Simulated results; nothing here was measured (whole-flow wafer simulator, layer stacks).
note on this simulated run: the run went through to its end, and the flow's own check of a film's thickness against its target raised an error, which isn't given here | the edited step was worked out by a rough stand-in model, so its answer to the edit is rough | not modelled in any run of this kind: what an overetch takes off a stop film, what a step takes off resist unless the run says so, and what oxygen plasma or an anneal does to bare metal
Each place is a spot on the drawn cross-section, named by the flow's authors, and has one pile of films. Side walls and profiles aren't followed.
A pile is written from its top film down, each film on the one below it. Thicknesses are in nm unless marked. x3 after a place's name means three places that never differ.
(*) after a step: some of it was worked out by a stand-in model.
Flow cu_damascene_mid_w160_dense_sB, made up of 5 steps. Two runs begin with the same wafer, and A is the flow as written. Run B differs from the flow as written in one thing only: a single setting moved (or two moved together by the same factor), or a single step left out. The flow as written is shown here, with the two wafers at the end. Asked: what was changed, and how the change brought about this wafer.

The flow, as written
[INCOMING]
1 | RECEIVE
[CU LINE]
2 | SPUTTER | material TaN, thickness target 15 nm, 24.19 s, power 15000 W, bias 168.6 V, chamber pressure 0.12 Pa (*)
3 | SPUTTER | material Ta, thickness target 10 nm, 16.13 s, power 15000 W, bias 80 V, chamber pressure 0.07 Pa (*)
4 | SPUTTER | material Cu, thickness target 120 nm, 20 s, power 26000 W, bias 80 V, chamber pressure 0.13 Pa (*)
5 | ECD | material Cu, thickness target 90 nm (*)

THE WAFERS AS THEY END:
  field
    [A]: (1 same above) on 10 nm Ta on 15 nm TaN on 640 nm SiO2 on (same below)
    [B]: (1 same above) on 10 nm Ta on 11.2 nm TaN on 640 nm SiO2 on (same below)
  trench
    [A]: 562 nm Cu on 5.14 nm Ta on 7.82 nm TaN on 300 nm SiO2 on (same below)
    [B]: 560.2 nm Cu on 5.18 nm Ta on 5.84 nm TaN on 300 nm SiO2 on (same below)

What caused this: step 2, SPUTTER: thickness target 11.2 nm was run, while the flow as written has thickness target 15 nm; step 2, SPUTTER: 18.14 s was run, where the flow has 24.19 s.
The wafer lets one read it off: field has TaN 11.2, and step 2 as written asks for 15 nm.

Step by step, how the change led to this:
  2 | SPUTTER | material TaN, thickness target 15 nm, 24.19 s, power 15000 W, bias 168.6 V, chamber pressure 0.12 Pa (*)
      field: A +15 TaN (new film) | B +11.2 TaN (new film)
      trench: A +7.82 TaN (new film) | B +5.84 TaN (new film)
